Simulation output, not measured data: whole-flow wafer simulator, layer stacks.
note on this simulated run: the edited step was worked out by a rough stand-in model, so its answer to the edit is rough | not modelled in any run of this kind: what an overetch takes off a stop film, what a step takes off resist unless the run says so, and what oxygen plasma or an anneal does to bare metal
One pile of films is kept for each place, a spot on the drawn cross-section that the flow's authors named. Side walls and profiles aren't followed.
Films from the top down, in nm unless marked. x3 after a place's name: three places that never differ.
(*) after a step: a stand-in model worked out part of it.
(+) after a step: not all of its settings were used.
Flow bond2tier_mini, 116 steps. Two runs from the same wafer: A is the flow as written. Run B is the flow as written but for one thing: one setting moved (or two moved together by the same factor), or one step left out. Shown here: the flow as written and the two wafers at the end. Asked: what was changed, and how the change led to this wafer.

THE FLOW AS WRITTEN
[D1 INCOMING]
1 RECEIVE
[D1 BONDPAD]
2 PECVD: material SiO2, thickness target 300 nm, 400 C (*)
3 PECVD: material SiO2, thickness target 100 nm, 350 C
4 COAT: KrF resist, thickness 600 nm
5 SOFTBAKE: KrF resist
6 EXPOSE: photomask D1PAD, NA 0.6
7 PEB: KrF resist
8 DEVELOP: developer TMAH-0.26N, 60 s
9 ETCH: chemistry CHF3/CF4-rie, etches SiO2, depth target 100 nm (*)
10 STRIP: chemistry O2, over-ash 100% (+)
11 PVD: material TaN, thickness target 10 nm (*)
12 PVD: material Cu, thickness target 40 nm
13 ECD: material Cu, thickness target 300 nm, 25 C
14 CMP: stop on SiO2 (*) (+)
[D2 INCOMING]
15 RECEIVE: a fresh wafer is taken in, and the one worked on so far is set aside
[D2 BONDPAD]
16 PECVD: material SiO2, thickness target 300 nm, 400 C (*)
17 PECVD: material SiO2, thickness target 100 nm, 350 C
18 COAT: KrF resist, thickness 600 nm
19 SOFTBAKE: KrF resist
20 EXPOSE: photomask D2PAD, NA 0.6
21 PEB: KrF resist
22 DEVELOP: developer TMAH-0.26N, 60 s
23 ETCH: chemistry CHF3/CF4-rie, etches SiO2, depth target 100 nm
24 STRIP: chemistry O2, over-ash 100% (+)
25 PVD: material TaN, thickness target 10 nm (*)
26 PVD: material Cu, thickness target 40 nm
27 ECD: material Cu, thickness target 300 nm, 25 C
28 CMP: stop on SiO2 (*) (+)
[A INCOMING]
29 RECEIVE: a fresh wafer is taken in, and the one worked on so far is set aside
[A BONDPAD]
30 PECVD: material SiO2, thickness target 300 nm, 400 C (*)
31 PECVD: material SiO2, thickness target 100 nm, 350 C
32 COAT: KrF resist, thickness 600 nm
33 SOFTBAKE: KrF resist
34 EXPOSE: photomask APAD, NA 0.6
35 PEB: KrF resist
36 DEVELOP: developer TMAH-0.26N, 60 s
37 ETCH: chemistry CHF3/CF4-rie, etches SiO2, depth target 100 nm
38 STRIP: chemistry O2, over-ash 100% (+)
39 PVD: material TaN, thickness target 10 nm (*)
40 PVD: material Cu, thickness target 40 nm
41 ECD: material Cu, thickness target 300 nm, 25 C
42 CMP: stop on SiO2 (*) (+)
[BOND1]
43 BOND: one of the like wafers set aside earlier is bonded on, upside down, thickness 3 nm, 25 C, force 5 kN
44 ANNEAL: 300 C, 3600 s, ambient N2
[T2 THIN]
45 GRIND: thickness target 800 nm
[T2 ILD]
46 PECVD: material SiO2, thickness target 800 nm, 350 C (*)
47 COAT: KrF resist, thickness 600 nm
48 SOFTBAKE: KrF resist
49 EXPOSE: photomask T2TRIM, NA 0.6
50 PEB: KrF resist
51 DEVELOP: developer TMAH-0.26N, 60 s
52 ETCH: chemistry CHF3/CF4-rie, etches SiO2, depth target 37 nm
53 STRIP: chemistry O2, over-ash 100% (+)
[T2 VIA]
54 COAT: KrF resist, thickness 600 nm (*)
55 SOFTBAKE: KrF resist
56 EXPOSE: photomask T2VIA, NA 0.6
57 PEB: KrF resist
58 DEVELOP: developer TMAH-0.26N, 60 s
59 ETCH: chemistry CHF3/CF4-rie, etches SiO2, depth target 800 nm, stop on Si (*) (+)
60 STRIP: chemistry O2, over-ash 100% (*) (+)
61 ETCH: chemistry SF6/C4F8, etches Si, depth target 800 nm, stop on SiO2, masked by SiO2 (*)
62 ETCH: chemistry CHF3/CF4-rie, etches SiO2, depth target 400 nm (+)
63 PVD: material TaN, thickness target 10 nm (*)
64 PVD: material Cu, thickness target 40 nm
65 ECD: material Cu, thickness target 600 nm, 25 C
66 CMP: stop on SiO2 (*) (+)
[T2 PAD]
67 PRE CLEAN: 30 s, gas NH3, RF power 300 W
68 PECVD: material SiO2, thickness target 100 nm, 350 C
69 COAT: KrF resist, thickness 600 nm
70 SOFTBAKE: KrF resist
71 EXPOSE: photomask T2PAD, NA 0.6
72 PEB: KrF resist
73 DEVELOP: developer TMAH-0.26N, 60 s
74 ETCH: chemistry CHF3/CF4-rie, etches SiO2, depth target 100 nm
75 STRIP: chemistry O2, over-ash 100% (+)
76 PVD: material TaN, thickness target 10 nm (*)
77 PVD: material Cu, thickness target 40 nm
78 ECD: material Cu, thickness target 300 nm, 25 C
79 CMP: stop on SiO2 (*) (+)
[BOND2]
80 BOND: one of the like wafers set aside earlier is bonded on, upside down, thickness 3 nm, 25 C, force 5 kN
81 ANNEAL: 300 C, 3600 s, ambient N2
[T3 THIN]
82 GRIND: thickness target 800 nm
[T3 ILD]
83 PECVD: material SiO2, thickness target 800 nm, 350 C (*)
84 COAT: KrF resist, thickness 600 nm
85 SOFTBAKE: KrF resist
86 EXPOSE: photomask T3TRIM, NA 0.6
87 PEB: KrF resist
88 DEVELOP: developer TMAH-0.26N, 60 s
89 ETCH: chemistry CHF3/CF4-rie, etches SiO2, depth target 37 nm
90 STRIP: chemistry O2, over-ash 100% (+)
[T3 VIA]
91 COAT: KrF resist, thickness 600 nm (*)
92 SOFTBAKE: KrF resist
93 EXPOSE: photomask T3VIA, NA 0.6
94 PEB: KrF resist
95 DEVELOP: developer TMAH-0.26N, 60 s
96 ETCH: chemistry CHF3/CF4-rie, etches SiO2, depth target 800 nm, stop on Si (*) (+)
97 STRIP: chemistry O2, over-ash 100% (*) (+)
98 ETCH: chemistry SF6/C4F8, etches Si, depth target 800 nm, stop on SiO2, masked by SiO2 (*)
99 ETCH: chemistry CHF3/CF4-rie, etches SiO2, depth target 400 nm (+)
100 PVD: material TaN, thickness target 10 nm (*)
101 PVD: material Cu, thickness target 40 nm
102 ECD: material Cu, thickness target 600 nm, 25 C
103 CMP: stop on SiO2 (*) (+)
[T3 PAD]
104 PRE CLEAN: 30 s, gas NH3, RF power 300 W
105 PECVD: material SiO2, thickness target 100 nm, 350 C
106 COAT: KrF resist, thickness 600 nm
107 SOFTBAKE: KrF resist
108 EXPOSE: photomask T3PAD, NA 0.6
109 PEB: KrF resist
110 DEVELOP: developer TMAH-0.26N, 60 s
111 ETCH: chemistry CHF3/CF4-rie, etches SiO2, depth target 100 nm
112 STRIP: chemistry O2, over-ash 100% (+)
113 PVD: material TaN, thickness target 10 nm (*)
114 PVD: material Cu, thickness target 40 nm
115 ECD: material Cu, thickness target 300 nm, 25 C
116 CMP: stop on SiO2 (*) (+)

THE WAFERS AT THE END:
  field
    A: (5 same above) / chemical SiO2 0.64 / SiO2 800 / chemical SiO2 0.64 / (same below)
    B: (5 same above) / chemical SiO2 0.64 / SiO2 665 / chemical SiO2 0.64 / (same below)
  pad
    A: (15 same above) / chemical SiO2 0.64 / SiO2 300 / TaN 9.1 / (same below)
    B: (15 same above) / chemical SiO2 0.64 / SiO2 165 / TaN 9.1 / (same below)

The cause: step 2, PECVD: thickness target 165 nm was run, where the flow has thickness target 300 nm.
It can be read off the wafer: pad has SiO2 165, and step 2 as written asks for 300 nm.

How the change led to this, step by step:
  2 PECVD: material SiO2, thickness target 300 nm, 400 C (*)
      field, pad, via: A SiO2 +300 (new film) | B SiO2 +165 (new film)
  43 BOND: one of the like wafers set aside earlier is bonded on, upside down, thickness 3 nm, 25 C, force 5 kN
      field: A Si +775 um (new film), chemical SiO2 +0.64 (new film), SiO2 +400 | B Si +775 um (new film), chemical SiO2 +0.64 (new film), SiO2 +265
      pad: A Si +775 um (new film), chemical SiO2 +0.64 (new film), SiO2 +300 (new film), TaN +9.1 (new film), Cu +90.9 | B Si +775 um (new film), chemical SiO2 +0.64 (new film), SiO2 +165 (new film), TaN +9.1 (new film), Cu +90.9
      (and at 1 more place)
